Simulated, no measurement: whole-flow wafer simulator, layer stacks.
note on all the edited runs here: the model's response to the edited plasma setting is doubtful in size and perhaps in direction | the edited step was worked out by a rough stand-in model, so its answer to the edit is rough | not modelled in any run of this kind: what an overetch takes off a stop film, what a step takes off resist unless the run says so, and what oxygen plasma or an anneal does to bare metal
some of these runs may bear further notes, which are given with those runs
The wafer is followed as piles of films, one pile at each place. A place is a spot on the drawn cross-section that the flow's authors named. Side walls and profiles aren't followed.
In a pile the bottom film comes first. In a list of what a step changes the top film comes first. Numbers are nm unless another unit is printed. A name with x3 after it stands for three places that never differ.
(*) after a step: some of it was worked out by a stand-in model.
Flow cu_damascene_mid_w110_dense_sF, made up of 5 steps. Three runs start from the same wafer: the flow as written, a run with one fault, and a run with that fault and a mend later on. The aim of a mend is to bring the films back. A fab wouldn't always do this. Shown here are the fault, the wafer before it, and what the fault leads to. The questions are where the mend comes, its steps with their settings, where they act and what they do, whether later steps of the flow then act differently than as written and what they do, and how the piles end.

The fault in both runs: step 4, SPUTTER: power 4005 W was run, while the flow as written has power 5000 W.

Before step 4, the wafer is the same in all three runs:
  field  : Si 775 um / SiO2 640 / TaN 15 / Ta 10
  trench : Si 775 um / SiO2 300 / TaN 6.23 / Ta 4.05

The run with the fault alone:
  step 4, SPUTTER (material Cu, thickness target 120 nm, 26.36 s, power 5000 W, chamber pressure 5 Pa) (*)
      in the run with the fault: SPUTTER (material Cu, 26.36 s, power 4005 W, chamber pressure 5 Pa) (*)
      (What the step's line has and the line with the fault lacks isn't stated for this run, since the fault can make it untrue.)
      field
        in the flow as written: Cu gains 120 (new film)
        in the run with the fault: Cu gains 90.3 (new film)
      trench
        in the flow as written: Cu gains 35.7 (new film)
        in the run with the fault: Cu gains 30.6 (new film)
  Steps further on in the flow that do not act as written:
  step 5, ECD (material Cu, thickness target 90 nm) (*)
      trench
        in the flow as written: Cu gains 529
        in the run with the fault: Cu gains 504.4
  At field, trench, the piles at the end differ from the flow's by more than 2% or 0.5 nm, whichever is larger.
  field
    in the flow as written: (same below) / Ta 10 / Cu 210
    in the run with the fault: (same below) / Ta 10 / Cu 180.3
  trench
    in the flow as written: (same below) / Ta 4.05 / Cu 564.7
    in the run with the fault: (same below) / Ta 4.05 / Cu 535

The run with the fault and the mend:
  After step 4 comes the mend.
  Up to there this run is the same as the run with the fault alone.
  step 4a, SPUTTER (material Cu, 7.265 s, power 5000 W, chamber pressure 5 Pa) (*) (the flow's step 4, run once more with other settings)
      field
        Cu gains 29.6
      trench
        Cu gains 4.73
  Every later step of the flow that is run acts as written, at every place that is followed, to within 2% or 0.5 nm, whichever is larger.
  At the end the piles are close to the flow's at the places that both follow, differing by at most 2% or 0.5 nm, whichever is larger.
